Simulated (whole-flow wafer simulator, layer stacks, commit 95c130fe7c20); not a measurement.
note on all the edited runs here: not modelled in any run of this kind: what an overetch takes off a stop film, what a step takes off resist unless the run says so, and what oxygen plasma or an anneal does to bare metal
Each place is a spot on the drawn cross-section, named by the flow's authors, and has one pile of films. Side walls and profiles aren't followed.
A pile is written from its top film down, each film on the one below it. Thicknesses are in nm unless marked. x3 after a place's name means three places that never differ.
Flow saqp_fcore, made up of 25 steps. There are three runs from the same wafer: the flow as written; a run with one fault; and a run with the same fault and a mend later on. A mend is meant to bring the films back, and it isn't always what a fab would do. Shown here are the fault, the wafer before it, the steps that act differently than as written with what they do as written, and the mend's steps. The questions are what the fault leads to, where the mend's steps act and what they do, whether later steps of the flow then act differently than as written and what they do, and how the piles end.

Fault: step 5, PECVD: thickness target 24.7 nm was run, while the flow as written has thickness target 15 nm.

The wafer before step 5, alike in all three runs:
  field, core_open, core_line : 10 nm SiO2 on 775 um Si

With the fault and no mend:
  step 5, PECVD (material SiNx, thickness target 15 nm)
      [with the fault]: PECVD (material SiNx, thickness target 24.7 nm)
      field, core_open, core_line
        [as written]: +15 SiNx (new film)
        [with the fault]: +24.7 SiNx (new film)
  None of the later steps of the flow acts differently than as written at any place that is followed.
  At field, core_open, core_line, the piles at the end differ from the flow's by more than 2% or 0.5 nm, whichever is larger.
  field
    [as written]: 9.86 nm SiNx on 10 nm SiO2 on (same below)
    [with the fault]: 19.6 nm SiNx on 10 nm SiO2 on (same below)
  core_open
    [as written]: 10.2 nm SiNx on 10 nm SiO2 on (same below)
    [with the fault]: 19.9 nm SiNx on 10 nm SiO2 on (same below)
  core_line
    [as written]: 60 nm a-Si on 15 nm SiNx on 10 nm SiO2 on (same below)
    [with the fault]: 60 nm a-Si on 24.7 nm SiNx on 10 nm SiO2 on (same below)

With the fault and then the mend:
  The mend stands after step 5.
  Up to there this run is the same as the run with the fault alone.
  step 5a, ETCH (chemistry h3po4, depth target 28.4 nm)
      field, core_open, core_line
        -24.7 SiNx (all of it)
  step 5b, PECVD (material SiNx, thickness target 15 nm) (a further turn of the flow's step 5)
      field, core_open, core_line
        +15 SiNx (new film)
  None of the later steps of the flow acts differently than as written at any place that is followed.
  At every place that both follow, the piles at the end match the flow's.
